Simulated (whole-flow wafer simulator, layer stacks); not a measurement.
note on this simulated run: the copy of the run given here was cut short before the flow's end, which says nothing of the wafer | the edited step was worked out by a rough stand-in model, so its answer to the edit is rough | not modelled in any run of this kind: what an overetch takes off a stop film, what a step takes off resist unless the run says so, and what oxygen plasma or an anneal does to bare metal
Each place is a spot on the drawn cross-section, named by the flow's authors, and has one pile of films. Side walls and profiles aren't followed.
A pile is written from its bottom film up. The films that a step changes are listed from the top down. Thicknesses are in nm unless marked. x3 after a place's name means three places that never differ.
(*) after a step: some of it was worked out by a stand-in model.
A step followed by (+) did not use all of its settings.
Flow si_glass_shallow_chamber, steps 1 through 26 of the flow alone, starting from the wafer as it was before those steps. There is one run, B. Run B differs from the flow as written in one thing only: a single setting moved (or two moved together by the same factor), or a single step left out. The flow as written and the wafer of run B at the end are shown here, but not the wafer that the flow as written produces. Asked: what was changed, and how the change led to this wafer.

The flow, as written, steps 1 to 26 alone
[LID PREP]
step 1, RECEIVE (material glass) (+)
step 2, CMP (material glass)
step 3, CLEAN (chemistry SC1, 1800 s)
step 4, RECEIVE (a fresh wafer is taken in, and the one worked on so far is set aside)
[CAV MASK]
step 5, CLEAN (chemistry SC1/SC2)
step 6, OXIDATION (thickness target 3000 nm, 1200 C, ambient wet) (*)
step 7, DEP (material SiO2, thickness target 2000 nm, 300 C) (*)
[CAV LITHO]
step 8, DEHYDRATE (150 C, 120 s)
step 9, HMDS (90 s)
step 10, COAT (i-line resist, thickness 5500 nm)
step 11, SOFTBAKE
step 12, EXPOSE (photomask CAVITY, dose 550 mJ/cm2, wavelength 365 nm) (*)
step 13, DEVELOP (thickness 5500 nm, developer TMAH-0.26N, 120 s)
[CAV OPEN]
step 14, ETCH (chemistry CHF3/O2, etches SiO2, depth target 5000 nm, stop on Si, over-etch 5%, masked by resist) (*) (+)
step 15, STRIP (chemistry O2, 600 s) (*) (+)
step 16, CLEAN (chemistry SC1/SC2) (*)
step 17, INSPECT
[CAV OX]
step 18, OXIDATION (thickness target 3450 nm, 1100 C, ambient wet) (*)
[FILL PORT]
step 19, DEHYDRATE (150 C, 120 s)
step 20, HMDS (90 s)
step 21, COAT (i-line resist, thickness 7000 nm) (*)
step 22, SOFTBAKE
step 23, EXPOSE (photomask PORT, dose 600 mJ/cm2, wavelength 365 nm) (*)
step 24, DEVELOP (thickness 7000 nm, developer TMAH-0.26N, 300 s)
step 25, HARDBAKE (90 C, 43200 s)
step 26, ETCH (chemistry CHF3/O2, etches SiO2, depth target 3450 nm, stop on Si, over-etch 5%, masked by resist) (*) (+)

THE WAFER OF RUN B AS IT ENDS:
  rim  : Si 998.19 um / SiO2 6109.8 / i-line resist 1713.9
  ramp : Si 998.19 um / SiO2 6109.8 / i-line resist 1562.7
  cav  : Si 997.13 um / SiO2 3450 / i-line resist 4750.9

What caused this: step 14, ETCH: over-etch 3.38% was run, whereas the flow has over-etch 5%.

How this came from the change, step by step:
  step 14, ETCH (chemistry CHF3/O2, etches SiO2, depth target 5000 nm, stop on Si, over-etch 5%, masked by resist) (*) (+)
      cav, port: -5000 SiO2 (all of it), -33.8 Si (as written it would have been: -5000 SiO2 (all of it), -50 Si)
  step 15, STRIP (chemistry O2, 600 s) (*) (+)
      rim, ramp, septum, ring: -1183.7 i-line resist (all of it) (as written it would have been: -1116.2 i-line resist (all of it))
